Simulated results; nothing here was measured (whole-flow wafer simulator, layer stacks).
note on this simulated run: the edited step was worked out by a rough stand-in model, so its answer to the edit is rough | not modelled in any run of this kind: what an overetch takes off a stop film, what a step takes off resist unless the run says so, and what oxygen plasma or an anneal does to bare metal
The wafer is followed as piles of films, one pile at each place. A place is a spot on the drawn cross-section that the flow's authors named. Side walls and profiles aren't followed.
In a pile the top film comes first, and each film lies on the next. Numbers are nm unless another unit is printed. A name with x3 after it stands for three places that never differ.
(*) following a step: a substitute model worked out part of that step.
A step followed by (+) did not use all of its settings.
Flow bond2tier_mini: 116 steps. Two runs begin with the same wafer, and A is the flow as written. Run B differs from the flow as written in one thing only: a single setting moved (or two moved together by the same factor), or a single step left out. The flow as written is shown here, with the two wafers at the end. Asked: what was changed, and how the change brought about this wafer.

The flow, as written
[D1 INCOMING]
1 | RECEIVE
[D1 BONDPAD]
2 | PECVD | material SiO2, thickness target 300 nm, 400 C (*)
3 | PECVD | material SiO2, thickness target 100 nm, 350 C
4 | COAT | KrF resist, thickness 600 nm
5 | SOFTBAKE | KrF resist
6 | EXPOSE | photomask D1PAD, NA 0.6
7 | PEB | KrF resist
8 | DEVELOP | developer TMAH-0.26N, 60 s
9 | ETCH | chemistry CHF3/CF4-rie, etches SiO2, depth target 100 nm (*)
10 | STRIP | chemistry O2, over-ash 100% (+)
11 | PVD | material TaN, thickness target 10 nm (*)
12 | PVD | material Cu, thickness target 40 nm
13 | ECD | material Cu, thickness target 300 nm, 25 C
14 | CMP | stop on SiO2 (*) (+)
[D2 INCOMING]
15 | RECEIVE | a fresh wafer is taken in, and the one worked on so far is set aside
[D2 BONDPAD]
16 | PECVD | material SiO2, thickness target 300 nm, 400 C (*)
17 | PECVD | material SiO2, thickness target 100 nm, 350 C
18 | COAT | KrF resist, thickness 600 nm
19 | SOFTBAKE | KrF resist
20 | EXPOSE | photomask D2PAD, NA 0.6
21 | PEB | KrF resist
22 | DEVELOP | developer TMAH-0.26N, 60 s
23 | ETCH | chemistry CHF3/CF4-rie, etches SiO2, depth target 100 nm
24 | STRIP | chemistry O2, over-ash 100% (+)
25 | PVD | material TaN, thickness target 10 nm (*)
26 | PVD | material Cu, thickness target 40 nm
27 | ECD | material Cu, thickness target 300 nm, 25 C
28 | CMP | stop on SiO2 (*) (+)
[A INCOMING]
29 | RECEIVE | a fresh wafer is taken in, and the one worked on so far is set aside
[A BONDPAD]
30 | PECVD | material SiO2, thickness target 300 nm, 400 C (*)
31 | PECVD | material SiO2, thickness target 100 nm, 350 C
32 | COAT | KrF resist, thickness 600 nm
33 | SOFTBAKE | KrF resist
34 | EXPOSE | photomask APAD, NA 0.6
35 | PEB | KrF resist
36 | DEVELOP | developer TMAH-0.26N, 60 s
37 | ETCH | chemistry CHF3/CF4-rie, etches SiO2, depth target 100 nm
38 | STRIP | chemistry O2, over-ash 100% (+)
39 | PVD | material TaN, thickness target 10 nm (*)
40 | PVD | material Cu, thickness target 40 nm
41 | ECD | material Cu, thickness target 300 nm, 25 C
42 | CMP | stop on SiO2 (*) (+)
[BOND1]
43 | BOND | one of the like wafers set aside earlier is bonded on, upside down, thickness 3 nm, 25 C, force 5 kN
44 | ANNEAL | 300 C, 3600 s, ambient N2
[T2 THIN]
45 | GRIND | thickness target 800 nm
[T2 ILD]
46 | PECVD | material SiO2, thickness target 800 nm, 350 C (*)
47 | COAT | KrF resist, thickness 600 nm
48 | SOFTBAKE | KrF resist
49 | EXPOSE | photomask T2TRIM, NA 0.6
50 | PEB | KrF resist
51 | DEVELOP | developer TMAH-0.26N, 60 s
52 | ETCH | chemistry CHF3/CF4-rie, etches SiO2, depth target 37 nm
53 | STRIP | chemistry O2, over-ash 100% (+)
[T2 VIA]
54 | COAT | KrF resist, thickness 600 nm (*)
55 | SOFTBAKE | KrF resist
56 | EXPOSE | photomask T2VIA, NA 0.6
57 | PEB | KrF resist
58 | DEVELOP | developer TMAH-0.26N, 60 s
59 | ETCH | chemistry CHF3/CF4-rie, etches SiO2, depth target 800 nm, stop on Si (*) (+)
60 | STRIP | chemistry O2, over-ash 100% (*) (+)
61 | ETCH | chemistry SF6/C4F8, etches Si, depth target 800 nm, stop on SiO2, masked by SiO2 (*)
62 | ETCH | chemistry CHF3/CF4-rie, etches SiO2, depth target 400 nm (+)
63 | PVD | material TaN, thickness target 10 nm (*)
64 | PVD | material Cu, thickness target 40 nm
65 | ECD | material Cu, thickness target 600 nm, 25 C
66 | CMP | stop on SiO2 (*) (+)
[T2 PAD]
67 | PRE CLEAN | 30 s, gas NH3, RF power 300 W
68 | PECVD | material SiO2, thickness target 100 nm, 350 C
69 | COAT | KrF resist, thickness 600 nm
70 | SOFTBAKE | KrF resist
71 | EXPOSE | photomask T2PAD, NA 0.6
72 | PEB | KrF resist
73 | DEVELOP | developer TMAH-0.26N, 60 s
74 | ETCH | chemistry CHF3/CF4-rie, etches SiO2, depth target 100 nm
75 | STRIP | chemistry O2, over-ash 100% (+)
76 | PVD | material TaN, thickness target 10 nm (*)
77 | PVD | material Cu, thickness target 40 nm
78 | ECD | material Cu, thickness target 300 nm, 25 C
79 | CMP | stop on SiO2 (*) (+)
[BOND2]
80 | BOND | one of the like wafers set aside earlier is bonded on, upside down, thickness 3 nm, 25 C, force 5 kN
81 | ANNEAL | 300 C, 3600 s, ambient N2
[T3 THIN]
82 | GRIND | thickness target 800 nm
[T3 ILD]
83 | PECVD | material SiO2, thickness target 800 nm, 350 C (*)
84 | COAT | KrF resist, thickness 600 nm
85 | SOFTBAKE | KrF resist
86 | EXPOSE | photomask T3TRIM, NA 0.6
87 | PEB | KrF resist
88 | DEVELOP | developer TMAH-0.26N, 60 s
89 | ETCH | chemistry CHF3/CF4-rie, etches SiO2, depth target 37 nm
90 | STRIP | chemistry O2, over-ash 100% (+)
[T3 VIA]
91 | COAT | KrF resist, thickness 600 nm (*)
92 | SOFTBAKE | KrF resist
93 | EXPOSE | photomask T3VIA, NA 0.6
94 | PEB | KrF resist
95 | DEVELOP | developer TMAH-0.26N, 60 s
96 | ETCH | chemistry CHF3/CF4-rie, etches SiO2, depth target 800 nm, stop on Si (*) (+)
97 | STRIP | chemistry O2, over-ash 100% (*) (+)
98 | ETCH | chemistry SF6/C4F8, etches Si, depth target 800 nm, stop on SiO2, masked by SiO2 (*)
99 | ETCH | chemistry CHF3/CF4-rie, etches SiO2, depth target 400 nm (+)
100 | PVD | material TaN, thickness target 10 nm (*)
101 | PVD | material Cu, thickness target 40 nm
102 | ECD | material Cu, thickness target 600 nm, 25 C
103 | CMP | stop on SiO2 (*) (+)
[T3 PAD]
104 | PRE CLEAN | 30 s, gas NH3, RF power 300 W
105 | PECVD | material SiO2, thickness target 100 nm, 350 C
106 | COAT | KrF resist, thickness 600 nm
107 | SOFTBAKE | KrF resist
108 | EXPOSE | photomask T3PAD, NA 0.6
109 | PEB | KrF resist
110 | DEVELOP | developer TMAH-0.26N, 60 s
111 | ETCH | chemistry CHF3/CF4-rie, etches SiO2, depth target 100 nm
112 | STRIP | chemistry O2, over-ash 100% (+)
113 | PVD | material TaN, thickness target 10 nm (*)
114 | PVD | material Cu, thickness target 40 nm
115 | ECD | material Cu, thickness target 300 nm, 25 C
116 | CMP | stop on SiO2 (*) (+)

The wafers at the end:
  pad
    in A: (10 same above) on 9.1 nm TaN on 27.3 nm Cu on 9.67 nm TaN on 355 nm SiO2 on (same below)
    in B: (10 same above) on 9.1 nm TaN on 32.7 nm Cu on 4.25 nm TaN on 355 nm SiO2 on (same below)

The reason: step 63, PVD: thickness target 4.4 nm was run, whereas the flow has thickness target 10 nm.

Step by step, how the change led to this:
  63 | PVD | material TaN, thickness target 10 nm (*)
      field: A +10 TaN (new film) | B +4.4 TaN (new film)
      pad: A +9.67 TaN (new film) | B +4.25 TaN (new film)
  66 | CMP | stop on SiO2 (*) (+)
      field: A -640 Cu (all of it), -10 TaN (all of it) | B -640 Cu (all of it), -4.4 TaN (all of it)
